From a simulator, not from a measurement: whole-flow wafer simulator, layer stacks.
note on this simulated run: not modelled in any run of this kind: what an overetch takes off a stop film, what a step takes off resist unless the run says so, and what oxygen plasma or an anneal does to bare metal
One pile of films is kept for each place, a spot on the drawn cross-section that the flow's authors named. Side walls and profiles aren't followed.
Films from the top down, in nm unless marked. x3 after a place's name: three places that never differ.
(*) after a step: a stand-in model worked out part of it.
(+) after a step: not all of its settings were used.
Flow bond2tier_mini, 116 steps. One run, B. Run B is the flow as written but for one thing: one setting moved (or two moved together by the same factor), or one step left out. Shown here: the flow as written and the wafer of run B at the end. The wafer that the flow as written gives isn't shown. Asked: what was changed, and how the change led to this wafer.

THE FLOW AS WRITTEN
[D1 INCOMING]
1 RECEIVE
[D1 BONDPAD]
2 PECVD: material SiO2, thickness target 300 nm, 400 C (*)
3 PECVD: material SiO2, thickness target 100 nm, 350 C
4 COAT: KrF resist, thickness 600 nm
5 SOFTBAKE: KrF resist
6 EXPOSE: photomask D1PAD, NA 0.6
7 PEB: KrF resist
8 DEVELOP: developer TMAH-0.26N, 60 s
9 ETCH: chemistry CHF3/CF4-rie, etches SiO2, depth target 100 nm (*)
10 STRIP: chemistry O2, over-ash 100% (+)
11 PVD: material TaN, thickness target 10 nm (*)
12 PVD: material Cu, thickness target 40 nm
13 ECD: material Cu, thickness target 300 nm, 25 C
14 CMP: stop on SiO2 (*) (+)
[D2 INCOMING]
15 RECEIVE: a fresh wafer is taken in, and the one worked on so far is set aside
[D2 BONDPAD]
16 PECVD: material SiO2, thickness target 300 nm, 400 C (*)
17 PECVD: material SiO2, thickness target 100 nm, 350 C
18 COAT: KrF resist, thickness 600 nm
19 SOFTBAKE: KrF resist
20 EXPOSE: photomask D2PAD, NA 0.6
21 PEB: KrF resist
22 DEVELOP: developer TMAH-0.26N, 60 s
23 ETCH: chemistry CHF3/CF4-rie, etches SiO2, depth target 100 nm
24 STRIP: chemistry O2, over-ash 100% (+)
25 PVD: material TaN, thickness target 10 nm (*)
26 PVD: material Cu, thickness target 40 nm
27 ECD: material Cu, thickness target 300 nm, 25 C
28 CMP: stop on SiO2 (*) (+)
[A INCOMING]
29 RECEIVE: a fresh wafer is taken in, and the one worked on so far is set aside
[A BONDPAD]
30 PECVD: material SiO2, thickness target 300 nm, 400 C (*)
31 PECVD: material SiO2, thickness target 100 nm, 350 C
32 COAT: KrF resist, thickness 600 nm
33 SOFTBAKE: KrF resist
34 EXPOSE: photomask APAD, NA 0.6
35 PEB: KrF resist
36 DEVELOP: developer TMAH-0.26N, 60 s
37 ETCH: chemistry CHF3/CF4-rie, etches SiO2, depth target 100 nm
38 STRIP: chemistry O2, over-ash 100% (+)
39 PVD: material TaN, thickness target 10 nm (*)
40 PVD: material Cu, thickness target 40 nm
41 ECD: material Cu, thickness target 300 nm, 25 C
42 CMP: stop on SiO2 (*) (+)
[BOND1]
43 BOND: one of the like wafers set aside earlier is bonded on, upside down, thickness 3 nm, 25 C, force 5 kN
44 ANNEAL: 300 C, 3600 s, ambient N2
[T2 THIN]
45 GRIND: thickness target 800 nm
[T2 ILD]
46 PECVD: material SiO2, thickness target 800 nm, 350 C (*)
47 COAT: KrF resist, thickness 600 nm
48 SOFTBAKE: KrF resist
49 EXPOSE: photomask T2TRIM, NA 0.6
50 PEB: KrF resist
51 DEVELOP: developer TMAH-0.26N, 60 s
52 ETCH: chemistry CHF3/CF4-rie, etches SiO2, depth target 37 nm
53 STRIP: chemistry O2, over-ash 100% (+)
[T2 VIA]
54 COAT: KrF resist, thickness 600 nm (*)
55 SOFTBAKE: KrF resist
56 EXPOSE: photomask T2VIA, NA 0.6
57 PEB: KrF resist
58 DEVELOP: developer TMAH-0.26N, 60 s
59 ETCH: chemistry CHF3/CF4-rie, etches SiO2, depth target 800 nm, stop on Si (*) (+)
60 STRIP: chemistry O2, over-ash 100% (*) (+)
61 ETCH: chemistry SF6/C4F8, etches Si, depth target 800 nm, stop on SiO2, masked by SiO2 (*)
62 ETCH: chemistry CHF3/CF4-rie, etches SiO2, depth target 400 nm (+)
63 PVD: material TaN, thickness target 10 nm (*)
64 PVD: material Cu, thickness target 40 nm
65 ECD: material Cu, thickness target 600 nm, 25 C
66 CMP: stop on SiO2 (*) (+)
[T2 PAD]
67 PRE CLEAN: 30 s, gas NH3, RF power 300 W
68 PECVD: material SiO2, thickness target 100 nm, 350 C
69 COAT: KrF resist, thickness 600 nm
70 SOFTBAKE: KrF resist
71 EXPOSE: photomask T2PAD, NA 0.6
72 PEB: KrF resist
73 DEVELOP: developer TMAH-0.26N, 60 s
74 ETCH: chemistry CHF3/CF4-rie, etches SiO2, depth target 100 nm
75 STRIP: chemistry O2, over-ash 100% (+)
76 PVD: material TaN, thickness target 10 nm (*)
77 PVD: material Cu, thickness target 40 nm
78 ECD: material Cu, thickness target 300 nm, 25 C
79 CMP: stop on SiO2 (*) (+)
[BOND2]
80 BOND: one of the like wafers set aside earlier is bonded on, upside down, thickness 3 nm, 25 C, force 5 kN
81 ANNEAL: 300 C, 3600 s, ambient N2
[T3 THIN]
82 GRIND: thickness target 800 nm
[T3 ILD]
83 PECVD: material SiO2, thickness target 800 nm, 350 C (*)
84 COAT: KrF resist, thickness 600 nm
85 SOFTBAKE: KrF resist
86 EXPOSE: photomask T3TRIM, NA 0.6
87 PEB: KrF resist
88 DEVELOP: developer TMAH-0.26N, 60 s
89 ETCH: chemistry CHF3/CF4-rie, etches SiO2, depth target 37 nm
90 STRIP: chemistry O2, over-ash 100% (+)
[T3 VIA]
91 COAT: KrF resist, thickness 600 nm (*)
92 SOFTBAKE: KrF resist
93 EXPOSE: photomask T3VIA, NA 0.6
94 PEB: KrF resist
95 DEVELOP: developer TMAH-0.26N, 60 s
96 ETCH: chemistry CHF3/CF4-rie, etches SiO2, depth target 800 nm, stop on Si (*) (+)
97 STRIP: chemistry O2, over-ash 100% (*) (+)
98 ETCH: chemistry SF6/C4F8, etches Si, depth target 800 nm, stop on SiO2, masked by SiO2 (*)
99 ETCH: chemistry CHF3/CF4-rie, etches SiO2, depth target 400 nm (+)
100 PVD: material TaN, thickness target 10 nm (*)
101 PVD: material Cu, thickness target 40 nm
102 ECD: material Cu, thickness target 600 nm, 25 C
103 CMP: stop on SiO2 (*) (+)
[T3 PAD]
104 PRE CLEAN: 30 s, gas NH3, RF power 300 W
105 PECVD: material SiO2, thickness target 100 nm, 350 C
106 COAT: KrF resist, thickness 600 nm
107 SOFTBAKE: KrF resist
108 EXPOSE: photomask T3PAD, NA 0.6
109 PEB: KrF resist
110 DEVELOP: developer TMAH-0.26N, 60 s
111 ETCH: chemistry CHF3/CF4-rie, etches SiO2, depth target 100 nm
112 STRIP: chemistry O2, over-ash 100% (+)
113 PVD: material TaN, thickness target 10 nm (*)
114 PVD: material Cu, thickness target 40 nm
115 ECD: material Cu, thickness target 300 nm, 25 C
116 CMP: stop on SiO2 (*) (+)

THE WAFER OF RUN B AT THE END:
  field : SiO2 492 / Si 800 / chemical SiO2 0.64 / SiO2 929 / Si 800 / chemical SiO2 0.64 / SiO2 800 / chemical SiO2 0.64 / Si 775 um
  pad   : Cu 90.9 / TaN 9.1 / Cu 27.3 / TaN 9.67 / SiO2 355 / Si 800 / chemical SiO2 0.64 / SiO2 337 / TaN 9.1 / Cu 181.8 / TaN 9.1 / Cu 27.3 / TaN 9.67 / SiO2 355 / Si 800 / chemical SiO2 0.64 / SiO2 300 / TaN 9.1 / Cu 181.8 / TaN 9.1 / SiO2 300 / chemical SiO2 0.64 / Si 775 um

The cause: step 17, PECVD: thickness target 137 nm was run, where the flow has thickness target 100 nm.

How the change led to this, step by step:
  17 PECVD: material SiO2, thickness target 100 nm, 350 C
      field, pad, via: SiO2 +137 (as written it would be: SiO2 +100)
  80 BOND: one of the like wafers set aside earlier is bonded on, upside down, thickness 3 nm, 25 C, force 5 kN
      field: Si +775 um (new film), chemical SiO2 +0.64 (new film), SiO2 +437 (as written it would be: Si +775 um (new film), chemical SiO2 +0.64 (new film), SiO2 +400)
      pad: Si +775 um (new film), chemical SiO2 +0.64 (new film), SiO2 +337 (new film), TaN +9.1 (new film), Cu +90.9 (as written it would be: Si +775 um (new film), chemical SiO2 +0.64 (new film), SiO2 +300 (new film), TaN +9.1 (new film), Cu +90.9)
